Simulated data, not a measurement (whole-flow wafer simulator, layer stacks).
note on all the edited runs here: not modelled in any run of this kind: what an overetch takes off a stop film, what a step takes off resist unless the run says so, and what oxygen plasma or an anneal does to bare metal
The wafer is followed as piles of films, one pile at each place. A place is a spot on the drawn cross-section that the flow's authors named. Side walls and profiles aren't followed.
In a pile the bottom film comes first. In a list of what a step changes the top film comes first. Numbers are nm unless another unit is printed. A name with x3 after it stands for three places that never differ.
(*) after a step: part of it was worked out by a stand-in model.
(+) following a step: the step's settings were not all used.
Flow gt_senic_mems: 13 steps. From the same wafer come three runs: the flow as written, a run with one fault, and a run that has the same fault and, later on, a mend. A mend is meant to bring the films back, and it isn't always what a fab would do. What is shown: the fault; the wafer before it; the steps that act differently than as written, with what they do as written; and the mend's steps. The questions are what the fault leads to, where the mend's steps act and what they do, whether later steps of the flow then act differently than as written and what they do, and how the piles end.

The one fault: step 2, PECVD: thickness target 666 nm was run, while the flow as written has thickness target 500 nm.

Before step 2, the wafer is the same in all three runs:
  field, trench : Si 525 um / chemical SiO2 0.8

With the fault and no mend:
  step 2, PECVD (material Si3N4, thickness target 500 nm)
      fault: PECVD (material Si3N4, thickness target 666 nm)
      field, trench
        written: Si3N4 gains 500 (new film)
        fault: Si3N4 gains 666 (new film)
  Steps later in the flow that act otherwise than as written (1 other step is not shown; it differs only slightly, by no more than 2% or 0.5 nm, whichever is larger):
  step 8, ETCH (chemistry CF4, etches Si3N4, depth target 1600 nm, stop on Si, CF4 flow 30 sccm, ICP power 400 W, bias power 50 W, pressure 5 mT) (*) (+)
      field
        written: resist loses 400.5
        fault: resist loses 511.2
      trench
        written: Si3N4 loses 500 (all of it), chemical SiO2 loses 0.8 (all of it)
        fault: Si3N4 loses 666 (all of it), chemical SiO2 loses 0.8 (all of it)
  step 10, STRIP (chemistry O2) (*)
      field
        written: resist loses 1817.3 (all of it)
        fault: resist loses 1706.6 (all of it)
  By the end, the piles at field depart from the flow's by more than 2% or 0.5 nm, whichever is larger.
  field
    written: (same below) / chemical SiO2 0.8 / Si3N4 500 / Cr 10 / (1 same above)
    fault: (same below) / chemical SiO2 0.8 / Si3N4 666 / Cr 10 / (1 same above)

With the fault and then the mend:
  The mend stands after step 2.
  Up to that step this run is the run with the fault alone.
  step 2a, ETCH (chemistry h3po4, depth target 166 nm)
      field, trench
        Si3N4 loses 166
  Later steps of the flow that are run all act as written at every place that is followed.
  By the end, the piles equal the flow's at every place that both follow.
